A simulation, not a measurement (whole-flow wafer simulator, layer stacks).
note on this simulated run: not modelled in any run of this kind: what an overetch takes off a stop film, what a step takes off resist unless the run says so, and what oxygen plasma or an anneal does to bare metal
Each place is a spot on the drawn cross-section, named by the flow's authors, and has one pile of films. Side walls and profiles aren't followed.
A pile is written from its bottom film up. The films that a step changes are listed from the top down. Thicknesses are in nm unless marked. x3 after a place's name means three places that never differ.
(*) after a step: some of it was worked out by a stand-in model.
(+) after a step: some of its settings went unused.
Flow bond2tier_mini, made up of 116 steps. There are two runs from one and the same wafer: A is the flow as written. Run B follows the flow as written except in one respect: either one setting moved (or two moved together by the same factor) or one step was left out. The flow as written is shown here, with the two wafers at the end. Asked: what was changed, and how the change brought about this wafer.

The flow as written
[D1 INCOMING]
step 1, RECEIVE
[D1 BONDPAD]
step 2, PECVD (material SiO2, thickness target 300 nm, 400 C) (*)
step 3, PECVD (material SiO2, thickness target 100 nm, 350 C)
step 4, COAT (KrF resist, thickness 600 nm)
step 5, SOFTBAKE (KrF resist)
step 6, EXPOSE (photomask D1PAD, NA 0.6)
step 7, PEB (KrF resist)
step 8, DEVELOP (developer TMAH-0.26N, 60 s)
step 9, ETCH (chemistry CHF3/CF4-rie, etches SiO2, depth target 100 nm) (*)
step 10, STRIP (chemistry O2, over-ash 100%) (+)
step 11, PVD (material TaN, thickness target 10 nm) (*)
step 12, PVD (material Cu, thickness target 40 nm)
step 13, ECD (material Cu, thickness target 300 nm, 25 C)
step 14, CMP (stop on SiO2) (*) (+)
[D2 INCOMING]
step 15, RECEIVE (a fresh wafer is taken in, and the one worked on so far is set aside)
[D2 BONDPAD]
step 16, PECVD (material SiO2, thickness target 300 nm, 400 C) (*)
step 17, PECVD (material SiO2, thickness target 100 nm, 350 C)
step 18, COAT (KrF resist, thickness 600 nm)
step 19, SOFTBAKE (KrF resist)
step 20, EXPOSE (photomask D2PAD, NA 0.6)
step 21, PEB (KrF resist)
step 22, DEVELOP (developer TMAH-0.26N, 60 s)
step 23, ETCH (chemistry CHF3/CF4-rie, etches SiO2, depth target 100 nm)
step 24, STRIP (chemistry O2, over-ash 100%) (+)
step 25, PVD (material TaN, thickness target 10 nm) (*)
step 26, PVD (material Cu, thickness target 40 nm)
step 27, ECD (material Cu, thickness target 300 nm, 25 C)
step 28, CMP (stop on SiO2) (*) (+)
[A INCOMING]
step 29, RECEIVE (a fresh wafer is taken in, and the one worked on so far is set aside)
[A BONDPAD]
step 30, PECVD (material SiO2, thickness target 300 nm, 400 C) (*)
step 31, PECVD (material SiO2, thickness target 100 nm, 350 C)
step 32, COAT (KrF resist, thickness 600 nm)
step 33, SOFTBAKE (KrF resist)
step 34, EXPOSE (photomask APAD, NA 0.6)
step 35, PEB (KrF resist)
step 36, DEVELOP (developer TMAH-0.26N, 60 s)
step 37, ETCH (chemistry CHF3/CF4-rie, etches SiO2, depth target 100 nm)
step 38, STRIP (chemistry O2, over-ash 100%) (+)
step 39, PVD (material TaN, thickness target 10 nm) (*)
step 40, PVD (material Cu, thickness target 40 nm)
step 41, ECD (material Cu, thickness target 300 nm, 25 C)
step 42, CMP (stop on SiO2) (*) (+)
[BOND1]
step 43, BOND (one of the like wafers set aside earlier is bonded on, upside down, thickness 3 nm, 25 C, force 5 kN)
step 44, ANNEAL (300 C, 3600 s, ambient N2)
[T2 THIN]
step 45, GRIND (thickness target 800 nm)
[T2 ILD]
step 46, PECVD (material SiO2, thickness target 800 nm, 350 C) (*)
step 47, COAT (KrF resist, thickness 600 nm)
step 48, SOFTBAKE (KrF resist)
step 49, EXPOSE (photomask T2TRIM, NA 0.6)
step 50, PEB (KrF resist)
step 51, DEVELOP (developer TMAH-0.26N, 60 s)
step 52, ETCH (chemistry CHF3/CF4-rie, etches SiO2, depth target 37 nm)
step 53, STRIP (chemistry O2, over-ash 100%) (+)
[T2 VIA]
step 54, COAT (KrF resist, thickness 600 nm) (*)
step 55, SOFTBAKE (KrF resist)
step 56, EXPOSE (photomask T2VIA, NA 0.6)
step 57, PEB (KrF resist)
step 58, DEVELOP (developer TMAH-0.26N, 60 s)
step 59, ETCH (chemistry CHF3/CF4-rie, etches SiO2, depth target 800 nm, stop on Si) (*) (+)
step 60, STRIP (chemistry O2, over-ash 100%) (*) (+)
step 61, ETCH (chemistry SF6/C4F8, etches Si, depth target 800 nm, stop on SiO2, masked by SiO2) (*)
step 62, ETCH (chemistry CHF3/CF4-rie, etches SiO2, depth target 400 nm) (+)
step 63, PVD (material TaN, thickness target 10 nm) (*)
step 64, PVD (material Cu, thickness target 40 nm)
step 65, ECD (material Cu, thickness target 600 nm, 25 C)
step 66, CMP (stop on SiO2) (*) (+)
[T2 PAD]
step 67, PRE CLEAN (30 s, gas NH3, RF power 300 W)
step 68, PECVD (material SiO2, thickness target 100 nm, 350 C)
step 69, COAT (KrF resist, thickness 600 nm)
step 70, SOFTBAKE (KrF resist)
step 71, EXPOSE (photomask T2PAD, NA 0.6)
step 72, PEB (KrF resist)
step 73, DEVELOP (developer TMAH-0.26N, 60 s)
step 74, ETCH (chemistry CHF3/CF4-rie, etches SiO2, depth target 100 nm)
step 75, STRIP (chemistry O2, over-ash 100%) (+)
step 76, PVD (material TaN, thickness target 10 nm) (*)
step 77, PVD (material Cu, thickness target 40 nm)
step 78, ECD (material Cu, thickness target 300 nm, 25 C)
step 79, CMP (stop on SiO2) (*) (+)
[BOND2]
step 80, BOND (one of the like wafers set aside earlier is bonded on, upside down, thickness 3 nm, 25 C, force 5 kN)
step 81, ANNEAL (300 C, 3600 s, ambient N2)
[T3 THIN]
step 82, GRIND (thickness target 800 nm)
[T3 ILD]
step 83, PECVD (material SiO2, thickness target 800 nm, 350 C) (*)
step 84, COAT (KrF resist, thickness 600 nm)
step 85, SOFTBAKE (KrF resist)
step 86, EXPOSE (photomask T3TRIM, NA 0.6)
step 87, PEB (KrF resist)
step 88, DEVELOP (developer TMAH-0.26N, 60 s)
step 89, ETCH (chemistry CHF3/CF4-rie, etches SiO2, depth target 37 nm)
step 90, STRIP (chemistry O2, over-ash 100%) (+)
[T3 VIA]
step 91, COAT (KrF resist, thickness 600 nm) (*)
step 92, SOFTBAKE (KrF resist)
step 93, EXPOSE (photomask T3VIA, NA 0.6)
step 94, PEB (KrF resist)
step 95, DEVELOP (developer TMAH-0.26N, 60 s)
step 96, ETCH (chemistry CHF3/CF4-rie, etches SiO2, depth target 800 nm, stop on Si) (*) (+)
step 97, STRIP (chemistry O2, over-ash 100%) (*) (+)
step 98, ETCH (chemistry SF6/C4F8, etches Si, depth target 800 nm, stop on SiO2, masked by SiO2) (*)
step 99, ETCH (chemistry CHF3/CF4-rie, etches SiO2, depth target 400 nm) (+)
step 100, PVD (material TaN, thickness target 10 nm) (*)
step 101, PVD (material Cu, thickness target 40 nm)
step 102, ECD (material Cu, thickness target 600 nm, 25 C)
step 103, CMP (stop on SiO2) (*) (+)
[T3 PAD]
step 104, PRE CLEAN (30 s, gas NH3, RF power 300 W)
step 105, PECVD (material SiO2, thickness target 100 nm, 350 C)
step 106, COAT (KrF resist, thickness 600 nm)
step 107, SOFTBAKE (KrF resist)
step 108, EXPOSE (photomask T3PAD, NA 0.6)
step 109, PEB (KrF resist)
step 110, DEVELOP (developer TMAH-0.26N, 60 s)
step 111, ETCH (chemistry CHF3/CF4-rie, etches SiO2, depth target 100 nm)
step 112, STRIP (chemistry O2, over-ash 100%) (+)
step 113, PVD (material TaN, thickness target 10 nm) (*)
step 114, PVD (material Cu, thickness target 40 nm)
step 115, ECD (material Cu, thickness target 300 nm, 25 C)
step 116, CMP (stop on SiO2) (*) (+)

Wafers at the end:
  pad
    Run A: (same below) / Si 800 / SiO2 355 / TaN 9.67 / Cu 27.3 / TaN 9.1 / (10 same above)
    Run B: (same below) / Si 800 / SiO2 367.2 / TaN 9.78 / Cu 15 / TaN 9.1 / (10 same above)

Cause: step 52, ETCH: depth target 24.8 nm was run, though the flow has depth target 37 nm.

Step by step, how the change led to this:
  step 52, ETCH (chemistry CHF3/CF4-rie, etches SiO2, depth target 37 nm)
      pad, via: A -37 SiO2 | B -24.8 SiO2
      field: A -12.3 KrF resist | B -8.27 KrF resist
  step 65, ECD (material Cu, thickness target 600 nm, 25 C)
      pad: A +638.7 Cu | B +625.9 Cu
